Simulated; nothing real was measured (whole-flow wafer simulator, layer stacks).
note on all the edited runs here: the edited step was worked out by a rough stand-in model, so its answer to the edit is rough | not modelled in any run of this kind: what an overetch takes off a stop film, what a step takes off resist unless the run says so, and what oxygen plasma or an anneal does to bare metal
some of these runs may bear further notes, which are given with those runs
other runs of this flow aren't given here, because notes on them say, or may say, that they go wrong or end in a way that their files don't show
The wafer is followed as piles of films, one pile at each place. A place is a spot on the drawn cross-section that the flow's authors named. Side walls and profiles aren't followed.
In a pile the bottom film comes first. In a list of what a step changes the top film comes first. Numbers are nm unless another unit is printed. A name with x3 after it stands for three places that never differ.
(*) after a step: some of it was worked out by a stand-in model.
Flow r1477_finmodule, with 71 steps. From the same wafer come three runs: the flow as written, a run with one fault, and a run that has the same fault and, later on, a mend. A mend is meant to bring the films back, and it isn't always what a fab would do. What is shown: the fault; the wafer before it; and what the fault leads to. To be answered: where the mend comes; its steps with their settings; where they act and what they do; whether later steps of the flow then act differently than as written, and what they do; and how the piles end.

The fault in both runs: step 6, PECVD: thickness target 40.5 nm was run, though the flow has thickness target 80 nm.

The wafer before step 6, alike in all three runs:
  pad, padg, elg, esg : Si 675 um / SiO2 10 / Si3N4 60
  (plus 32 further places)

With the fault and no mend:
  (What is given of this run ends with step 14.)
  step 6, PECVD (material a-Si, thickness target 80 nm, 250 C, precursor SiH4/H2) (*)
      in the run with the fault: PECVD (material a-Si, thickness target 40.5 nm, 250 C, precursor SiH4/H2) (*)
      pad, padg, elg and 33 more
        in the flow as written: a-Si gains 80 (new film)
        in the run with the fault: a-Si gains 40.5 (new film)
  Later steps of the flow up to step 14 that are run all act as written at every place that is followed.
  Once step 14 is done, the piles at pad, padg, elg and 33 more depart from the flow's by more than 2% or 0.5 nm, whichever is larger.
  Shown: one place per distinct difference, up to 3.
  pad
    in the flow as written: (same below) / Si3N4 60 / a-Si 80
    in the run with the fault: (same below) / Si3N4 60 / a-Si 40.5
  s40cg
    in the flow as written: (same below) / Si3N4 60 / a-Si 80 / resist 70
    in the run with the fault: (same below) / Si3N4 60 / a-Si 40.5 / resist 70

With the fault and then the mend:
  After step 7 comes the mend.
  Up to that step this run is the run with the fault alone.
  step 7a, PECVD (material a-Si, thickness target 39.5 nm, 250 C, precursor SiH4/H2) (*) (the flow's step 6 again, with other settings)
      pad, padg, elg and 33 more
        a-Si gains 39.5
  Later steps of the flow that are run all act as written at every place that is followed.
  By the end, the piles equal the flow's at every place that both follow.
